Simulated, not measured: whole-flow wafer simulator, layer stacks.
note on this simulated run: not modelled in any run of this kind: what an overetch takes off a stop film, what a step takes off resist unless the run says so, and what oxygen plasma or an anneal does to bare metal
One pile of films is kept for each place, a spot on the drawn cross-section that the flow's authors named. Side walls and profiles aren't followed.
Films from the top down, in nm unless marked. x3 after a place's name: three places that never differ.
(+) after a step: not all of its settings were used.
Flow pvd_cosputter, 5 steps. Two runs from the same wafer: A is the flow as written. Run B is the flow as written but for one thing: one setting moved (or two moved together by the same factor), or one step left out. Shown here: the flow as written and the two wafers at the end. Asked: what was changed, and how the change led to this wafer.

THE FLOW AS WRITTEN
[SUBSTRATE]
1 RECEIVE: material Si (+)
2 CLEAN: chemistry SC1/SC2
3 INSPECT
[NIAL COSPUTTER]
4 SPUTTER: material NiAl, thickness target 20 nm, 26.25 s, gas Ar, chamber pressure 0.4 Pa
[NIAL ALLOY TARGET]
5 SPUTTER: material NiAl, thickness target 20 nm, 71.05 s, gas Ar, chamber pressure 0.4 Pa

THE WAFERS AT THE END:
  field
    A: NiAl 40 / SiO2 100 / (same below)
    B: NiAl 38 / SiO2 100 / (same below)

The cause: step 5, SPUTTER: thickness target 18 nm was run, where the flow has thickness target 20 nm.

How the change led to this, step by step:
  5 SPUTTER: material NiAl, thickness target 20 nm, 71.05 s, gas Ar, chamber pressure 0.4 Pa
      field: A NiAl +20 | B NiAl +18
